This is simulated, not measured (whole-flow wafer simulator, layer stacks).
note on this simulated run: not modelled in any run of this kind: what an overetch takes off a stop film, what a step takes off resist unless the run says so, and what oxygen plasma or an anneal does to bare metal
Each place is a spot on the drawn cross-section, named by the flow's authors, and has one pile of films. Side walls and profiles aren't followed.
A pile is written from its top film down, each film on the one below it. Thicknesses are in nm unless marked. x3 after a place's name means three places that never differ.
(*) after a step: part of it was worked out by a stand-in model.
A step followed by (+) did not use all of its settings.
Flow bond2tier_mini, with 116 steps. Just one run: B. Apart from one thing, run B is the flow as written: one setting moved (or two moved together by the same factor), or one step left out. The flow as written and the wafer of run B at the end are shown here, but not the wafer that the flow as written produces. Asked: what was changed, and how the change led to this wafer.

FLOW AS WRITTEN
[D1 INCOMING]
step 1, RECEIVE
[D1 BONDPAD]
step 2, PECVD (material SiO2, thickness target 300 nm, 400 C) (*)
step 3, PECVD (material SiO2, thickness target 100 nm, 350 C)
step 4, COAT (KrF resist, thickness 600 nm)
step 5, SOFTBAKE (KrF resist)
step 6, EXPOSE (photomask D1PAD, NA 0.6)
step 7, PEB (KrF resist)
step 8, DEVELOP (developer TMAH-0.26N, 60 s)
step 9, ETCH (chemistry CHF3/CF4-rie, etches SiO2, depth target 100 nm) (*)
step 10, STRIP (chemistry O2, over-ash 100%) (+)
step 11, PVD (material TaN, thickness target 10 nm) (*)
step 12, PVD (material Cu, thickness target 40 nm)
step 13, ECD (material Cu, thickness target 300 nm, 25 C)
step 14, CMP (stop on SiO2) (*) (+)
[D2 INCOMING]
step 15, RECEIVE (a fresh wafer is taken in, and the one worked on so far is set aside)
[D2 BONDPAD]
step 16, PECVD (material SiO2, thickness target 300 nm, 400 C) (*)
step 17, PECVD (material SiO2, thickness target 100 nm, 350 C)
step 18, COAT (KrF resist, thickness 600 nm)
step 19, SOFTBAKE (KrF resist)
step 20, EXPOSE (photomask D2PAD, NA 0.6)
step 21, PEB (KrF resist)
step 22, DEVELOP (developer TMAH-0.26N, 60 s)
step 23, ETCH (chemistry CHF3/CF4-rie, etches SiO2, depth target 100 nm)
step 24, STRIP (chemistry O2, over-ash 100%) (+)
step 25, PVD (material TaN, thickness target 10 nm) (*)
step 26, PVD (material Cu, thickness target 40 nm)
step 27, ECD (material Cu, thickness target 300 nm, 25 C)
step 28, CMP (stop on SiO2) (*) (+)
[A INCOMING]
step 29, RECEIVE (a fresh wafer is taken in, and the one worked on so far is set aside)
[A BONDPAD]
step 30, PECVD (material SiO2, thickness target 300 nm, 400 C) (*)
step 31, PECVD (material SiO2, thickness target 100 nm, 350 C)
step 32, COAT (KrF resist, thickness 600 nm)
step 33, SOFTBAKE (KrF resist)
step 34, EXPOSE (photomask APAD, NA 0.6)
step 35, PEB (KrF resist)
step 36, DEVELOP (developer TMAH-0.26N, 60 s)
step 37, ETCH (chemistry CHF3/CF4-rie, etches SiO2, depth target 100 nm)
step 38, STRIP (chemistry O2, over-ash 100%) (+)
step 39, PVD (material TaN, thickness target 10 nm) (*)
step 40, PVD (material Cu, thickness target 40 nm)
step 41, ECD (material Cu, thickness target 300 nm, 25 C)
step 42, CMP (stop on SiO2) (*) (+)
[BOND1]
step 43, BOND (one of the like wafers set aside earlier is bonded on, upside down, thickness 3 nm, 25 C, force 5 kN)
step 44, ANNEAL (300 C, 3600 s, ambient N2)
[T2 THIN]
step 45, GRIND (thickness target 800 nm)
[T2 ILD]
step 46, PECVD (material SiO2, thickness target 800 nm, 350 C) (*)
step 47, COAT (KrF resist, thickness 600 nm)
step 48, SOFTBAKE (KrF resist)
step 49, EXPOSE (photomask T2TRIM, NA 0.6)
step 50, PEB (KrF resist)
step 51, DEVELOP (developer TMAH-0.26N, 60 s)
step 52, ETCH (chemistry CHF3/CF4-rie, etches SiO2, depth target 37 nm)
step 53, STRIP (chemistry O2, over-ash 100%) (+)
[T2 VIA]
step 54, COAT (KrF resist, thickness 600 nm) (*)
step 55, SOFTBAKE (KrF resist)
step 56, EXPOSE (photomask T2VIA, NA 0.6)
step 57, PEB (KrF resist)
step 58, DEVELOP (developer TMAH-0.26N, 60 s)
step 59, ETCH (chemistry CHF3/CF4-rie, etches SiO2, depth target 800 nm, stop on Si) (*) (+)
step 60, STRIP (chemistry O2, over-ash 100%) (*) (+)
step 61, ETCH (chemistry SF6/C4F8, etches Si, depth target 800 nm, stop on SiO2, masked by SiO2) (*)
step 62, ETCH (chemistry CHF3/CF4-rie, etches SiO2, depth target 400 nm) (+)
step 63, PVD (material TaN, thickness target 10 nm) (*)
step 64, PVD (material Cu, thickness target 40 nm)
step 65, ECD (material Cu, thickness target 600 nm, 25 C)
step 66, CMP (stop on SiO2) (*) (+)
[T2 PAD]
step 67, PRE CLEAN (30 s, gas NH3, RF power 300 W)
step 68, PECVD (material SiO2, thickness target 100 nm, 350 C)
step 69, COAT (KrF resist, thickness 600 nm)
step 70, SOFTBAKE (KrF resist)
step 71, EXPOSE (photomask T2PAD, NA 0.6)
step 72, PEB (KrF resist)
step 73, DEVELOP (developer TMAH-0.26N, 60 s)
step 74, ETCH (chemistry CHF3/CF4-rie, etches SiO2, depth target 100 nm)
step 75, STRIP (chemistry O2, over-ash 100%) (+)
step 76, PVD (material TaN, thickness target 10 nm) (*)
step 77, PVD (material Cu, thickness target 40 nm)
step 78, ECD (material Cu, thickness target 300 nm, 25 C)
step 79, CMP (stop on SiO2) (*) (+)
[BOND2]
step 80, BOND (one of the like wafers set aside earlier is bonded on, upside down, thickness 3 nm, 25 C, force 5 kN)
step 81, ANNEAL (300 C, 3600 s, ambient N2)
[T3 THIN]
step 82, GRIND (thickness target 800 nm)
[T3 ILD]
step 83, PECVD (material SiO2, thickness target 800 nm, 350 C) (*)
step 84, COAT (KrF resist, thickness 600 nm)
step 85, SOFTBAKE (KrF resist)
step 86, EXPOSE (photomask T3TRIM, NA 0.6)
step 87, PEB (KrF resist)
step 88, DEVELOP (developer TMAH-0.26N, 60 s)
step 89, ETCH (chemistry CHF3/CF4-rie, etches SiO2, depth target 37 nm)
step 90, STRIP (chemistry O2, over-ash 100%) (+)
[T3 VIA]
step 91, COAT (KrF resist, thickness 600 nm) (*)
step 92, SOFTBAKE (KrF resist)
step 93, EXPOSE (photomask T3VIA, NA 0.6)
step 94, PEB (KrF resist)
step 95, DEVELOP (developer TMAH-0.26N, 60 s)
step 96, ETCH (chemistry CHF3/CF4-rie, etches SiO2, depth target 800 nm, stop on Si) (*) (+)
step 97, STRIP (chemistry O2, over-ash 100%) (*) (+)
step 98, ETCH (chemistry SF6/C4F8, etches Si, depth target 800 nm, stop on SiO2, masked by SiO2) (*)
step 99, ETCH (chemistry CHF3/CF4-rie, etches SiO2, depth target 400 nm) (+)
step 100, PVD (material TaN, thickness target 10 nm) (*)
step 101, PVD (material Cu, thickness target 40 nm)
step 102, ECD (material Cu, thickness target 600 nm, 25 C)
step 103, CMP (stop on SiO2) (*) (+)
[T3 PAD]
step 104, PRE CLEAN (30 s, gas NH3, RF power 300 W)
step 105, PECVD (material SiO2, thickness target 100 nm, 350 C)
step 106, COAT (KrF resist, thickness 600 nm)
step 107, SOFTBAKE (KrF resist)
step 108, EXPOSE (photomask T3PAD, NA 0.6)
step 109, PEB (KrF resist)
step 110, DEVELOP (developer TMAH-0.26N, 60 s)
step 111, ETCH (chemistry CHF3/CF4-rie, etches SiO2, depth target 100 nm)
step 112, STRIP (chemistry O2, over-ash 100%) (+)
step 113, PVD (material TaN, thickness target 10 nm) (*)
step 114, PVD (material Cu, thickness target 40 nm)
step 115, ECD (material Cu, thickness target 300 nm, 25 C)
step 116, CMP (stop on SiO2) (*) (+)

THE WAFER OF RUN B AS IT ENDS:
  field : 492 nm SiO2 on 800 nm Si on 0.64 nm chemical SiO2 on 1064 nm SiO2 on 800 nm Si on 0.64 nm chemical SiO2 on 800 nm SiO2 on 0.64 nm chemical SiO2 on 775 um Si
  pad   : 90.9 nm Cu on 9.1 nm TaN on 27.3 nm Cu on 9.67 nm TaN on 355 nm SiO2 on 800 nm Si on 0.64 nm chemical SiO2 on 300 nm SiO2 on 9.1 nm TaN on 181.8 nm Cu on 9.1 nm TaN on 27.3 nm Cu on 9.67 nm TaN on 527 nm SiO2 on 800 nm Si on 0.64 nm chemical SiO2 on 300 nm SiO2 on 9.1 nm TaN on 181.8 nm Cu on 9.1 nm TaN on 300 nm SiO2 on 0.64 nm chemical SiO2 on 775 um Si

What caused this: step 62, ETCH: depth target 228 nm was run, whereas the flow has depth target 400 nm.

Step by step, how the change led to this:
  step 62, ETCH (chemistry CHF3/CF4-rie, etches SiO2, depth target 400 nm) (+)
      field, pad: -228 SiO2 (as written it would have been: -400 SiO2)
